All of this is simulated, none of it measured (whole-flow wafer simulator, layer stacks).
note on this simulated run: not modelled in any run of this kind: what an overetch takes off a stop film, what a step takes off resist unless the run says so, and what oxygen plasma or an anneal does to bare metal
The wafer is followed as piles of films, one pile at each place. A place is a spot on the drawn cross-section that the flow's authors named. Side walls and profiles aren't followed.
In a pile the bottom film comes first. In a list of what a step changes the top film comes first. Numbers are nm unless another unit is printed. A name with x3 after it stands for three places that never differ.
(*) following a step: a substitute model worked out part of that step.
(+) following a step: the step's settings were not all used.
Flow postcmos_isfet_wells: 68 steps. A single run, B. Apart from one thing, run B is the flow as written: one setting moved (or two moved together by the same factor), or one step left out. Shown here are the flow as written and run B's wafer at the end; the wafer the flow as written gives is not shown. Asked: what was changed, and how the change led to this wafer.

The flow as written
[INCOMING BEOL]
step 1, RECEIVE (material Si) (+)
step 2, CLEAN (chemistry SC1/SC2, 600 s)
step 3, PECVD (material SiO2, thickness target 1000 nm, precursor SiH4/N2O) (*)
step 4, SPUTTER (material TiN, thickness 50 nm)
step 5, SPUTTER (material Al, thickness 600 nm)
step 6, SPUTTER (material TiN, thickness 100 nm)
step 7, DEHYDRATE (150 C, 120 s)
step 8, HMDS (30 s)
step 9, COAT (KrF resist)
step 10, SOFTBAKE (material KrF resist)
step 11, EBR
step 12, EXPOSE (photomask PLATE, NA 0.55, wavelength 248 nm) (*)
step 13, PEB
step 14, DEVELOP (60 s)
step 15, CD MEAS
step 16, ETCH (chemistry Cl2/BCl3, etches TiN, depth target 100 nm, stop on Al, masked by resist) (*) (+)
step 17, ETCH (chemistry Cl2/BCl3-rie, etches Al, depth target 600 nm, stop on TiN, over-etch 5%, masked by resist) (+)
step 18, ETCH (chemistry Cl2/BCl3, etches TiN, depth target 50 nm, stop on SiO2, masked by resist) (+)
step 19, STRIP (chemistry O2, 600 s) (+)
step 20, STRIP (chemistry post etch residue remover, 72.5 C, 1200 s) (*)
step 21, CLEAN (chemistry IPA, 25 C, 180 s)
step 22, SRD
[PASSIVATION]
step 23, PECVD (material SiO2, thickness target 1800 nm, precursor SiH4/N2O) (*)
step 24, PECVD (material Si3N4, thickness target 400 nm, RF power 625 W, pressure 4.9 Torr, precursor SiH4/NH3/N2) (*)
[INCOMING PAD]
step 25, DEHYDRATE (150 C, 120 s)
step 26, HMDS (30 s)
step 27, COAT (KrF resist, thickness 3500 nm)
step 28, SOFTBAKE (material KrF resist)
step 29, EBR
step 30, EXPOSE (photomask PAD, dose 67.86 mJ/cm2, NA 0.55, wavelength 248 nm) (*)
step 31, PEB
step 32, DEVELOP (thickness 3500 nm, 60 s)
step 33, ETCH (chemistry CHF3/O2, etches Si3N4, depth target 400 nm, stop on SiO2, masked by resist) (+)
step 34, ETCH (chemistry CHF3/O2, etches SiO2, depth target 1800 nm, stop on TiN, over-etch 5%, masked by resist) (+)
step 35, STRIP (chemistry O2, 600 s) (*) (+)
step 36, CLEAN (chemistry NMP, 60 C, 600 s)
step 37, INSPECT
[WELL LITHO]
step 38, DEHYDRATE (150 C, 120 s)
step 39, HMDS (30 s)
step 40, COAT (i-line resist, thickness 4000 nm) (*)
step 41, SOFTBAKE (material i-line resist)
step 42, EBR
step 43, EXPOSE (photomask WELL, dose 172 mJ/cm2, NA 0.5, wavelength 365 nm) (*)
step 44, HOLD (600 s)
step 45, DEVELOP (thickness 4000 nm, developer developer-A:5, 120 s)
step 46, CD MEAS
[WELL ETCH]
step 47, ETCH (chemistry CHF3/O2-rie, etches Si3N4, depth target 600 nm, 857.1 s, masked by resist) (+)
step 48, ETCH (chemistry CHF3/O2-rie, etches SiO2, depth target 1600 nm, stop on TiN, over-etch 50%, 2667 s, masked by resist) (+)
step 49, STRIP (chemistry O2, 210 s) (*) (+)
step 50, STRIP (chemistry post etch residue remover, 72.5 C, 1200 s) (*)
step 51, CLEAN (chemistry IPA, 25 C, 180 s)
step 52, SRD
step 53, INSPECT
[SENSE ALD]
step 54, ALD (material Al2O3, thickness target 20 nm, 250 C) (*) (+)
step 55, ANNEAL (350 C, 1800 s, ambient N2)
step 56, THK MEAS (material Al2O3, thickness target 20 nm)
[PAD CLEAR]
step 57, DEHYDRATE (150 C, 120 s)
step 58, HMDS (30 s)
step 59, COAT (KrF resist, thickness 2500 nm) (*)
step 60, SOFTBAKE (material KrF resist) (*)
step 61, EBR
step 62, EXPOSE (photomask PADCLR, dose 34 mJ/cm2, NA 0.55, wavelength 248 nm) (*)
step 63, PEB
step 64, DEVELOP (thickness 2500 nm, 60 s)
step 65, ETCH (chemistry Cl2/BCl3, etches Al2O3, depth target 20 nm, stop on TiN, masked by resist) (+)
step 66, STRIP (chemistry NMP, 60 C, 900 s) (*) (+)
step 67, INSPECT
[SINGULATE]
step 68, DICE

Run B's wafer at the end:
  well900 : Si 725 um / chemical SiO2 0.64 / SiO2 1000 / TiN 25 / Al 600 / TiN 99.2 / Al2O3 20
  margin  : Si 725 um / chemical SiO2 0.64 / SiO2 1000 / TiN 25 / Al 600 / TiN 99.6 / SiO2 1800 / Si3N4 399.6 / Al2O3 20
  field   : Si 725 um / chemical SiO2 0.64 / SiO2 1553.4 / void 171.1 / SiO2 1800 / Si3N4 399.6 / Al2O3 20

What caused this: step 4, SPUTTER: thickness 25 nm was run, while the flow as written has thickness 50 nm.
The wafer itself shows it: well900 has TiN 25, and step 4 as written asks for 50 nm.

The path from the change to this, step by step:
  step 4, SPUTTER (material TiN, thickness 50 nm)
      field, margin, well900, well1300 x3, pad_rim, pad_clr, pad_open: +25 TiN (new film) (in the flow as written it would be: +50 TiN (new film))
  step 18, ETCH (chemistry Cl2/BCl3, etches TiN, depth target 50 nm, stop on SiO2, masked by resist) (+)
      margin, well900, well1300 x3, pad_rim, pad_clr, pad_open: -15 KrF resist (in the flow as written it would be: -20 KrF resist)
      field: -25 TiN (all of it) (in the flow as written it would be: -50 TiN (all of it))
  step 23, PECVD (material SiO2, thickness target 1800 nm, precursor SiH4/N2O) (*)
      field: +1800 SiO2 (new film), +171.1 void (new film), +553.4 SiO2 (in the flow as written it would be: +1800 SiO2 (new film), +189.9 void (new film), +559.7 SiO2)
